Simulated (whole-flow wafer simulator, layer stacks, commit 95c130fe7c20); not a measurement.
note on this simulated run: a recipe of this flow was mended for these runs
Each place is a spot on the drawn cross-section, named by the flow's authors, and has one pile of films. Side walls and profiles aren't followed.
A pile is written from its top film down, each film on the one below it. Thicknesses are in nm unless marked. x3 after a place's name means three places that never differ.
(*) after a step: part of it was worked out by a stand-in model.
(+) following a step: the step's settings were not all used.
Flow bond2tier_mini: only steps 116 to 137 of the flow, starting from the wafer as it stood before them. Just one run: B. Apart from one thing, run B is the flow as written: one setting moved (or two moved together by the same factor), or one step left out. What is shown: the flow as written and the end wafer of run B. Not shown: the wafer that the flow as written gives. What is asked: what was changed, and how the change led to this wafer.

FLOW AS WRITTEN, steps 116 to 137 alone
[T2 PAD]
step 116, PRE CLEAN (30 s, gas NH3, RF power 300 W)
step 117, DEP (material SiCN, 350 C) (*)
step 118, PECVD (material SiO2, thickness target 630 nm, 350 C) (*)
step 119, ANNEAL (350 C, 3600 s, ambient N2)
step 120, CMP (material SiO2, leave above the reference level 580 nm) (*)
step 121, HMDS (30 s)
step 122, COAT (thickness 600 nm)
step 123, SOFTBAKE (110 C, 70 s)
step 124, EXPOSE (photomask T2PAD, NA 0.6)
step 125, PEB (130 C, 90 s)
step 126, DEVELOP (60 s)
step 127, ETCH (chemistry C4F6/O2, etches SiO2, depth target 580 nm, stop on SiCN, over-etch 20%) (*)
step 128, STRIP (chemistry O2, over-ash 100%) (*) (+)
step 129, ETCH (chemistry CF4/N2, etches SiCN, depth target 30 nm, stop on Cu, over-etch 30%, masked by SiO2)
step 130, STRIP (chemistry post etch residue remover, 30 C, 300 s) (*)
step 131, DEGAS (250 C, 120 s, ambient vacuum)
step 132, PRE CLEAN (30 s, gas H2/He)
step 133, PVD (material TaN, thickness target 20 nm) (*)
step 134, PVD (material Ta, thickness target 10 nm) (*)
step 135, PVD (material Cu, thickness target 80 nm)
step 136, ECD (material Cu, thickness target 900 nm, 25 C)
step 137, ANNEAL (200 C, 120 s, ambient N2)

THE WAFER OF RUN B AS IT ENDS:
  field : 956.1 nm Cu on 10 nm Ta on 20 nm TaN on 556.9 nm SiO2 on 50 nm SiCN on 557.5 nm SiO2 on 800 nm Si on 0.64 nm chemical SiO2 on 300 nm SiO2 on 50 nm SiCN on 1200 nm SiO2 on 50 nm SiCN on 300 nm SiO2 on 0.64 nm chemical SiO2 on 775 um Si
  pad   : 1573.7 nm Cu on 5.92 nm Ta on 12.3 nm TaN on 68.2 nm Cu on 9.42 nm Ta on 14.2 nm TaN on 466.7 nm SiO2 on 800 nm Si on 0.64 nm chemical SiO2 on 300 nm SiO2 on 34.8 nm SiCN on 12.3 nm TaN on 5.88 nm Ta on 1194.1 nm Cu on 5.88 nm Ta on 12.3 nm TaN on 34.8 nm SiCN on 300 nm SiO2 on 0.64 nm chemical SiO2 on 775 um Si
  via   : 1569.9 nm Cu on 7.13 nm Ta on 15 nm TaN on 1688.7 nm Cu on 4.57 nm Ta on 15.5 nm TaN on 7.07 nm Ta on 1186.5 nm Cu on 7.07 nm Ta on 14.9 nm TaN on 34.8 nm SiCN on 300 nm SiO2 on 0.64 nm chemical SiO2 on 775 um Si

The reason: step 135, PVD: thickness target 56.1 nm was run, while the flow as written has thickness target 80 nm.

How this came from the change, step by step:
  step 135, PVD (material Cu, thickness target 80 nm)
      field: Cu gains 56.1 (new film) (in the flow as written it would be: Cu gains 80 (new film))
      pad: Cu gains 34.2 (new film) (in the flow as written it would be: Cu gains 48.7 (new film))
      (as well as at 1 more place)
